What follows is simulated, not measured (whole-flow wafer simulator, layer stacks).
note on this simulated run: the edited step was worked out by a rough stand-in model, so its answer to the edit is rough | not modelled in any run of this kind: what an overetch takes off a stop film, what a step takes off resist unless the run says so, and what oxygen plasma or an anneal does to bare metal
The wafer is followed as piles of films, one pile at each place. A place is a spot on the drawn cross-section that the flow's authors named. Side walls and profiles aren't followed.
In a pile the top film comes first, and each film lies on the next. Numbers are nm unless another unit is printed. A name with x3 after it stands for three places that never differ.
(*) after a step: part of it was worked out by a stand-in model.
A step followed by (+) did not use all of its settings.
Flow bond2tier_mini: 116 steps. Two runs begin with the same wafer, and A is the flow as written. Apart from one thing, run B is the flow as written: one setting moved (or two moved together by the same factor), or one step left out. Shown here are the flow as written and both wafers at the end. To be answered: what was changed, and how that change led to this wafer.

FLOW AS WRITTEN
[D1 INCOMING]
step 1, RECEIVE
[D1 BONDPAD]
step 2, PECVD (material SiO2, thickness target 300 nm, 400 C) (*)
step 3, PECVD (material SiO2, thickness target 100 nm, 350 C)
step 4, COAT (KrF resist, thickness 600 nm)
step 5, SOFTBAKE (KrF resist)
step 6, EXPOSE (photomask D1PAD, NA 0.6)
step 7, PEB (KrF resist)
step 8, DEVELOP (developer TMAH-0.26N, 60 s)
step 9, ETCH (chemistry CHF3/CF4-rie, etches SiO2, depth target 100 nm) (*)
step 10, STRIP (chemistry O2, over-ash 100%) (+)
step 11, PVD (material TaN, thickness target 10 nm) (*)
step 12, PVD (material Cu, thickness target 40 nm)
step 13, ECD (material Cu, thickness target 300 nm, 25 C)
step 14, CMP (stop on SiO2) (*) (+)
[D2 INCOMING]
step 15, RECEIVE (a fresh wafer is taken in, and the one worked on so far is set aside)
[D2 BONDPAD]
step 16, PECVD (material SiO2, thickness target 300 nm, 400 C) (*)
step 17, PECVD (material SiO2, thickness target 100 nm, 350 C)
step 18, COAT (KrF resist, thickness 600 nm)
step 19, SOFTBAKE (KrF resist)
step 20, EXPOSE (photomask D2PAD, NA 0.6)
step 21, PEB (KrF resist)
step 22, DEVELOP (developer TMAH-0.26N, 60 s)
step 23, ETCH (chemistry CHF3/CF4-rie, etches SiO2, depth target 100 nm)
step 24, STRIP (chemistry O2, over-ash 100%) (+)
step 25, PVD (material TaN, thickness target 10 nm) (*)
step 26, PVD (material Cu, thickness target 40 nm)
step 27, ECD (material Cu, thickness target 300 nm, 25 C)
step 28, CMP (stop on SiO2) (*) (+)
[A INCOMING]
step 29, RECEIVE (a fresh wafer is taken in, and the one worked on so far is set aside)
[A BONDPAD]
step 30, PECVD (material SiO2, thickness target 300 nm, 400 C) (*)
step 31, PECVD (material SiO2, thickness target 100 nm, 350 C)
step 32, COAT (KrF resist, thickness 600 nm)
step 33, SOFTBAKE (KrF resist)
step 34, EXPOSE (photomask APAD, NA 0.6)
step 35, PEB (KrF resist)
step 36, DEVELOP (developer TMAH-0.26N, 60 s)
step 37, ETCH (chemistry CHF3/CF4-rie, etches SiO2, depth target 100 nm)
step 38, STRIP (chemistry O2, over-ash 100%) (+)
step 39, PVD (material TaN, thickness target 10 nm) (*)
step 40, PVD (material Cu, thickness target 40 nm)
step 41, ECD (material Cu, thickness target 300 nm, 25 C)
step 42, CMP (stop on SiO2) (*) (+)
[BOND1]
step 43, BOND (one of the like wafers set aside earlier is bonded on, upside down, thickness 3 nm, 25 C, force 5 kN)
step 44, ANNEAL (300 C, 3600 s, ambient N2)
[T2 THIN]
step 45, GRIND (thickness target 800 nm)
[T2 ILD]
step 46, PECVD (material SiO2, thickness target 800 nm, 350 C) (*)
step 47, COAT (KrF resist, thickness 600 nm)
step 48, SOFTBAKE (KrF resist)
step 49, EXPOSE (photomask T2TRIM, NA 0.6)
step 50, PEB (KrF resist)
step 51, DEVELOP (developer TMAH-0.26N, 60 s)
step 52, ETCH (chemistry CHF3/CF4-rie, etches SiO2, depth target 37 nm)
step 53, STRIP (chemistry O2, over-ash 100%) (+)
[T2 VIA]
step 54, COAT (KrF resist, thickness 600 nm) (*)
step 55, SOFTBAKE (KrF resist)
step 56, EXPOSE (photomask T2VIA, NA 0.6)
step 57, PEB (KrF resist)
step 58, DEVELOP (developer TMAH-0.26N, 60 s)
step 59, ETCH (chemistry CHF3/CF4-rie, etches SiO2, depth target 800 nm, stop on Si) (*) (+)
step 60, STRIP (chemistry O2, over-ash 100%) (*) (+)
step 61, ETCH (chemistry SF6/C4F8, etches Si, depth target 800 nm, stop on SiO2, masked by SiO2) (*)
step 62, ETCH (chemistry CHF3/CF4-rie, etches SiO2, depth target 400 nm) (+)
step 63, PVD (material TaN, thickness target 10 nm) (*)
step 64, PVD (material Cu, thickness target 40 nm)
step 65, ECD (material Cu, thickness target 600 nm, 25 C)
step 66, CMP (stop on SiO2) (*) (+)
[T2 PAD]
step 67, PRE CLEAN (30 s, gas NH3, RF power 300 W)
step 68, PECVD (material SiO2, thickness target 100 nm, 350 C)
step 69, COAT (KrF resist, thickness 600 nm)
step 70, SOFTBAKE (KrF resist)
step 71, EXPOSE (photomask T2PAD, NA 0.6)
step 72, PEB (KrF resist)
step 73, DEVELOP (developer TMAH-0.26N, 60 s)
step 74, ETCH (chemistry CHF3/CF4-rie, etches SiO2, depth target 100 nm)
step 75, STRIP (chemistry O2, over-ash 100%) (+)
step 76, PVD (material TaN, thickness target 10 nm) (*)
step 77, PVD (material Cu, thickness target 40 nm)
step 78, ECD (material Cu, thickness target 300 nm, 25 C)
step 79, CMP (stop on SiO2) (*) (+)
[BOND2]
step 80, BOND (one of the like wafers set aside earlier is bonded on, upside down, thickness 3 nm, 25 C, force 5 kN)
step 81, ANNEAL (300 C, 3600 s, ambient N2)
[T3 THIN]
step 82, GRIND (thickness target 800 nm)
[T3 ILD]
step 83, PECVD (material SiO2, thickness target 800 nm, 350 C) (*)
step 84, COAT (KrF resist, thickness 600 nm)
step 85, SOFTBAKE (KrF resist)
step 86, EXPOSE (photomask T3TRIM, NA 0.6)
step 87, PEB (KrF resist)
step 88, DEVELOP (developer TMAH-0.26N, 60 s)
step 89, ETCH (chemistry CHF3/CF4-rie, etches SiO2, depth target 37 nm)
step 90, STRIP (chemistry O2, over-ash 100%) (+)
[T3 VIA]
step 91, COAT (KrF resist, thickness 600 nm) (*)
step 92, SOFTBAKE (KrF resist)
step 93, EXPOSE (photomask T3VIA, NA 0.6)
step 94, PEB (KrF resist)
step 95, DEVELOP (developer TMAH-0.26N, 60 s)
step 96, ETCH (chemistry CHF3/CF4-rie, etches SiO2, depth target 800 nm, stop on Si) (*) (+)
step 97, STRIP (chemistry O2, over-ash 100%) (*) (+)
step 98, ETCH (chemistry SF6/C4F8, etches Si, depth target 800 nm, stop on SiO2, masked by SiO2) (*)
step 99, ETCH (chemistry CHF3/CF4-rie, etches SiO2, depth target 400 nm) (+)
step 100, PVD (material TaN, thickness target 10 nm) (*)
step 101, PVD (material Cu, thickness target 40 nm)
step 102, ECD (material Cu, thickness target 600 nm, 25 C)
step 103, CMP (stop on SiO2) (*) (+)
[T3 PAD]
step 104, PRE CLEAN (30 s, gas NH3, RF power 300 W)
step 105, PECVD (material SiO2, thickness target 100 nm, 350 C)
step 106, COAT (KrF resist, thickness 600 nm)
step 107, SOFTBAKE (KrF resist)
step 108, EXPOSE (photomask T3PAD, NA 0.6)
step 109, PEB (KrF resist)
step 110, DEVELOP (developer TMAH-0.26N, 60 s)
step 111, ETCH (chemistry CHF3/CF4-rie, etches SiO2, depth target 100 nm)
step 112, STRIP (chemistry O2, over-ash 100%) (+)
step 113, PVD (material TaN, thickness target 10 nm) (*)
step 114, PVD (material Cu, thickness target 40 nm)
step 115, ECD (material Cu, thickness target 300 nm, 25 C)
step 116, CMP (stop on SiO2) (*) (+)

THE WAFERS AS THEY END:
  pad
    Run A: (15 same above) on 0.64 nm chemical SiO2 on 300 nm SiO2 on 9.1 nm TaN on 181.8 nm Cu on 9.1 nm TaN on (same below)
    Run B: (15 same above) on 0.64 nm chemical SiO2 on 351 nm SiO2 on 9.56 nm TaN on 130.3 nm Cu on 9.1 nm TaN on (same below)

What caused this: step 9, ETCH: depth target 49 nm was run, while the flow as written has depth target 100 nm.

Step by step, how the change led to this:
  step 9, ETCH (chemistry CHF3/CF4-rie, etches SiO2, depth target 100 nm) (*)
      pad, via: A -100 SiO2 | B -49 SiO2
      field: A -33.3 KrF resist | B -16.3 KrF resist
  step 10, STRIP (chemistry O2, over-ash 100%) (+)
      field: A -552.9 KrF resist (all of it) | B -569.9 KrF resist (all of it)
  step 12, PVD (material Cu, thickness target 40 nm)
      pad: A +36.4 Cu (new film) | B +38.2 Cu (new film)
  step 13, ECD (material Cu, thickness target 300 nm, 25 C)
      pad: A +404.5 Cu | B +351.2 Cu
      via: A +400.2 Cu | B +349 Cu
  step 43, BOND (one of the like wafers set aside earlier is bonded on, upside down, thickness 3 nm, 25 C, force 5 kN)
      pad: A +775 um Si (new film), +0.64 chemical SiO2 (new film), +300 SiO2 (new film), +9.1 TaN (new film), +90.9 Cu | B +775 um Si (new film), +0.64 chemical SiO2 (new film), +351 SiO2 (new film), +9.56 TaN (new film), +39.4 Cu
      via: A +775 um Si (new film), +0.64 chemical SiO2 (new film), +300 SiO2 (new film), +9.97 TaN (new film), +90 Cu | B +775 um Si (new film), +0.64 chemical SiO2 (new film), +351 SiO2 (new film), +10 TaN (new film), +39 Cu
